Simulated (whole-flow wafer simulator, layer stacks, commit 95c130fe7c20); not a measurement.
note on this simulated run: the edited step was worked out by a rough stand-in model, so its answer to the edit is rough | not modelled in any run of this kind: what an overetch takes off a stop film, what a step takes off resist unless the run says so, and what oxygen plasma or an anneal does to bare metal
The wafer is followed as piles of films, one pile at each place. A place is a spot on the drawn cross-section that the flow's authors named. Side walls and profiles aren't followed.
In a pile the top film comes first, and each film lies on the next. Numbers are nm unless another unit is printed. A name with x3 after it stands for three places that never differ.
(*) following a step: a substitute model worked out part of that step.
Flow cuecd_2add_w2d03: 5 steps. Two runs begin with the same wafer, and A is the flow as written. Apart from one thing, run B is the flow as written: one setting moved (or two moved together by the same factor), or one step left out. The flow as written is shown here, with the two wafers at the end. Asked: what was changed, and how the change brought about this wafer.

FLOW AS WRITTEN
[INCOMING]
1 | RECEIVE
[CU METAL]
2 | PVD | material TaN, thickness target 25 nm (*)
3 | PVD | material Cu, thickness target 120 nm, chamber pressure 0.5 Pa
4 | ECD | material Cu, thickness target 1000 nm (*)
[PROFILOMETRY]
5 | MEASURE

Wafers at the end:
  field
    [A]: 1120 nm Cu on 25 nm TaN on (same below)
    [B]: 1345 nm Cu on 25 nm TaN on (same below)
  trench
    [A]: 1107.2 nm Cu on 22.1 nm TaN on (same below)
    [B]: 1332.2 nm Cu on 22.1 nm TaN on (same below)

Cause: step 4, ECD: thickness target 1225 nm was run, while the flow as written has thickness target 1000 nm.

How this came from the change, step by step:
  4 | ECD | material Cu, thickness target 1000 nm (*)
      field, trench: A +1000 Cu | B +1225 Cu
